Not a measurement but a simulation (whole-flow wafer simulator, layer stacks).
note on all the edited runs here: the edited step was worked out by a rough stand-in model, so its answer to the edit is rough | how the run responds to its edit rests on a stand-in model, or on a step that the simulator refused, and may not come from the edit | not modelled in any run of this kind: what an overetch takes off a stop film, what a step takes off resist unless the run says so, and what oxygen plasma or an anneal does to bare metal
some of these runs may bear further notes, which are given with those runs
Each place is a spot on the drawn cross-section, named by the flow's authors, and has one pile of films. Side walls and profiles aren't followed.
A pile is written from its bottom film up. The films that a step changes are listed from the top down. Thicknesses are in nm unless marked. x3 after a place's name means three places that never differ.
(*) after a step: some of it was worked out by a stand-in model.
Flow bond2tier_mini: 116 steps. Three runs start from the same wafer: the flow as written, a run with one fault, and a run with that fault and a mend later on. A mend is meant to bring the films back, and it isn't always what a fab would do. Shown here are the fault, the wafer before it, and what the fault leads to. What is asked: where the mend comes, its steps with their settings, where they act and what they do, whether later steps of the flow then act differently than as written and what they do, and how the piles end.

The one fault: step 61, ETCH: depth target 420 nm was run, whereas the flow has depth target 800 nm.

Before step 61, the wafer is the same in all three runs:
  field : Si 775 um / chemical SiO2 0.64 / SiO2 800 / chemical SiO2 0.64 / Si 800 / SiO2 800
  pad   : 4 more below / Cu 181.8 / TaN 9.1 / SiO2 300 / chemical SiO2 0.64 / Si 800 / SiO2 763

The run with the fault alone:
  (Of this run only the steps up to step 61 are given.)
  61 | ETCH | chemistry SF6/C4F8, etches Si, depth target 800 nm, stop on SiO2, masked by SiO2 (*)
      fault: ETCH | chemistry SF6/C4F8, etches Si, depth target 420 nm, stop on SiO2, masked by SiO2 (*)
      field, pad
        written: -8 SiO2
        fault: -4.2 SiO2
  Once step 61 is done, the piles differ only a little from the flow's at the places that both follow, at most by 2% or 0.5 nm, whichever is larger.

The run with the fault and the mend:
  After step 61 comes the mend.
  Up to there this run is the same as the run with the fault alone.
  61a | ETCH | chemistry SF6/C4F8, etches Si, depth target 380 nm, stop on SiO2, masked by SiO2 (*) (the flow's step 61, run once more with other settings)
      field, pad
        -3.8 SiO2
  Every later step of the flow that is run acts as written at every place that is followed.
  At every place that both follow, the piles at the end match the flow's.
